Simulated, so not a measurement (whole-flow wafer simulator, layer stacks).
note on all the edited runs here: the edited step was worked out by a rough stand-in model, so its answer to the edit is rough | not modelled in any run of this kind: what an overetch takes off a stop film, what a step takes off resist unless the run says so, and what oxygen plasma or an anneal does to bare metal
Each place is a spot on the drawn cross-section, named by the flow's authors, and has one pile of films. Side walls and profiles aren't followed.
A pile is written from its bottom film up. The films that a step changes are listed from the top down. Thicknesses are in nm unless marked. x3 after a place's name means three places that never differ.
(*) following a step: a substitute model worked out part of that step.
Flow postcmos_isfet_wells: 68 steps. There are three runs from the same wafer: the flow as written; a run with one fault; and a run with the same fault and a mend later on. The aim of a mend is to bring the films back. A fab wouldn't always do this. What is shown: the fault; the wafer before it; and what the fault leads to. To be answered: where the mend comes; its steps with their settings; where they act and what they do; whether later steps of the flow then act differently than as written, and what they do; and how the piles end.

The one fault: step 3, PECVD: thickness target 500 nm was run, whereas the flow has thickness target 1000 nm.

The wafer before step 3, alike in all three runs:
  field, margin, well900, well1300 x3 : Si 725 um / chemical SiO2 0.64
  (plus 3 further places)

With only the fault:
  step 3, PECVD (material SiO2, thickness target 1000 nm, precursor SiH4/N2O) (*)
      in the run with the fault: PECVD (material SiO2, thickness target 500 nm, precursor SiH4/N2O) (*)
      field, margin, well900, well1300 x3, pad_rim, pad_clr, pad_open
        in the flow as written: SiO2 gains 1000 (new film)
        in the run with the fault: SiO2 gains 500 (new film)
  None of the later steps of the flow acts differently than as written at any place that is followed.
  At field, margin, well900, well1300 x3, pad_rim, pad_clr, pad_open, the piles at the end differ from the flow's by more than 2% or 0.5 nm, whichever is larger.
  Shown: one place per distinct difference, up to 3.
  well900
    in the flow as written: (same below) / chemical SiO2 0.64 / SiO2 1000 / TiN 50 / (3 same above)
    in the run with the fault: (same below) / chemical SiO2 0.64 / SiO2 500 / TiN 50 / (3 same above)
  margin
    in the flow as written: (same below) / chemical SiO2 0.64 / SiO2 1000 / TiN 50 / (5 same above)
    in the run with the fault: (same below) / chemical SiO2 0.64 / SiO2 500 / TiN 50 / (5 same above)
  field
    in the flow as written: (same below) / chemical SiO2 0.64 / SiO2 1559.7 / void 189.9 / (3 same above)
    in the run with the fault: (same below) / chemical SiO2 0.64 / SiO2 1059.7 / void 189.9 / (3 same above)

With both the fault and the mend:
  The mend follows step 3.
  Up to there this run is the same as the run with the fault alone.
  step 3a, PECVD (material SiO2, thickness target 500 nm, precursor SiH4/N2O) (*) (a further turn of the flow's step 3, with different settings)
      field, margin, well900, well1300 x3, pad_rim, pad_clr, pad_open
        SiO2 gains 500
  None of the later steps of the flow acts differently than as written at any place that is followed.
  At every place that both follow, the piles at the end match the flow's.
